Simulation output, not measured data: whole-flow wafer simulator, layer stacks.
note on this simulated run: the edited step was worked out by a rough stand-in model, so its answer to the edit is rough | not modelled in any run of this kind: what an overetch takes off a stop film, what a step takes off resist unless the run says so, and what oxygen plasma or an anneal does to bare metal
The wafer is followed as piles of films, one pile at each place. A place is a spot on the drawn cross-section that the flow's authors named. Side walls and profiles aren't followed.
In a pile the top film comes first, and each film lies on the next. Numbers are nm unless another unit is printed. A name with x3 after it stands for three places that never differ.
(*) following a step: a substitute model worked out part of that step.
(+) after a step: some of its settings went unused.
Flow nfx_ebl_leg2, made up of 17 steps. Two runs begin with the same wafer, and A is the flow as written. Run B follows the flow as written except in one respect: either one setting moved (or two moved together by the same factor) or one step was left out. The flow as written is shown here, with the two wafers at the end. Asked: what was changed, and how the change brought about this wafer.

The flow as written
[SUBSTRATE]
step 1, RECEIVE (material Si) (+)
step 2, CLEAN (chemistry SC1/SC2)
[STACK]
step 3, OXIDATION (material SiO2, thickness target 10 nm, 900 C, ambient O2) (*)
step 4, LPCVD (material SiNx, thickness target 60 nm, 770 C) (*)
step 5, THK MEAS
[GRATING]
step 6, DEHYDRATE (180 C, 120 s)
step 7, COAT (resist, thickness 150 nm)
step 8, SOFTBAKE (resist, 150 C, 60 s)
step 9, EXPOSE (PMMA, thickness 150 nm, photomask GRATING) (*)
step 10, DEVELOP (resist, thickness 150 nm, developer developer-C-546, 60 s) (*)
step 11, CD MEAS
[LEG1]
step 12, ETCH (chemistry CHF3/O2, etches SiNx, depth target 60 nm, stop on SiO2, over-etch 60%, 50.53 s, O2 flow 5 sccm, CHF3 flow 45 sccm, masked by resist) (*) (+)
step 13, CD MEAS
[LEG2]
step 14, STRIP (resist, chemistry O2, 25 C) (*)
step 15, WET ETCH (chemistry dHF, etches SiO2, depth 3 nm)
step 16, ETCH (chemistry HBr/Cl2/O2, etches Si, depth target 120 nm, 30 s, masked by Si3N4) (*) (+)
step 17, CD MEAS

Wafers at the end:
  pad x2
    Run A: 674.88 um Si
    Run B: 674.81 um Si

Cause: step 16, ETCH: depth target 189 nm was run, while the flow as written has depth target 120 nm.

Step by step, how the change led to this:
  step 16, ETCH (chemistry HBr/Cl2/O2, etches Si, depth target 120 nm, 30 s, masked by Si3N4) (*) (+)
      pad x2: A -120 Si | B -189 Si
